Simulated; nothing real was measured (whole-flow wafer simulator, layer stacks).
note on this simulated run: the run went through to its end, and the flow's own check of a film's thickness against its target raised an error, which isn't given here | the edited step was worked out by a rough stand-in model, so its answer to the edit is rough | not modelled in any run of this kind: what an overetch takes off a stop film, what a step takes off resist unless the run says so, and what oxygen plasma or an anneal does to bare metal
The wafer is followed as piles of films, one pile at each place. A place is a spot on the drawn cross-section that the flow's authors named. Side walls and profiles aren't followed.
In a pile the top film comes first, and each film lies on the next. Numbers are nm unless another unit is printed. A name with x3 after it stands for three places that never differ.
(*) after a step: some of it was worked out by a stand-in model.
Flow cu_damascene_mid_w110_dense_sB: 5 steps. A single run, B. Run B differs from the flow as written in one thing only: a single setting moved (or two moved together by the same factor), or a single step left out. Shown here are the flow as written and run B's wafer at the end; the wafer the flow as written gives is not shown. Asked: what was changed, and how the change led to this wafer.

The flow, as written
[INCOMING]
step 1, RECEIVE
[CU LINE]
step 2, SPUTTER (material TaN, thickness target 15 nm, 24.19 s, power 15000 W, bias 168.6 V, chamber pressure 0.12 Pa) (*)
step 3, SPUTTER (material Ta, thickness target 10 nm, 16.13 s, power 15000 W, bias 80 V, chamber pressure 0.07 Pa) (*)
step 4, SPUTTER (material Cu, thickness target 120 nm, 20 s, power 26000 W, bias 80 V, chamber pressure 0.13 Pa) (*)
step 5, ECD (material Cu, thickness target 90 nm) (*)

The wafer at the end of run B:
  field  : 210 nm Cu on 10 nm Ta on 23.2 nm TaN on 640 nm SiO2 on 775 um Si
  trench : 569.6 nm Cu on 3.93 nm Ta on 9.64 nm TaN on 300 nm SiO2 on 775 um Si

What caused this: step 2, SPUTTER: thickness target 23.2 nm was run, whereas the flow has thickness target 15 nm; step 2, SPUTTER: 37.49 s was run, where the flow has 24.19 s.
One can read it off the wafer: field has TaN 23.2, and step 2 as written asks for 15 nm.

How this came from the change, step by step:
  step 2, SPUTTER (material TaN, thickness target 15 nm, 24.19 s, power 15000 W, bias 168.6 V, chamber pressure 0.12 Pa) (*)
      field: +23.2 TaN (new film) (it would be, as written: +15 TaN (new film))
      trench: +9.64 TaN (new film) (it would be, as written: +6.23 TaN (new film))
  step 4, SPUTTER (material Cu, thickness target 120 nm, 20 s, power 26000 W, bias 80 V, chamber pressure 0.13 Pa) (*)
      trench: +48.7 Cu (new film) (it would be, as written: +49.9 Cu (new film))
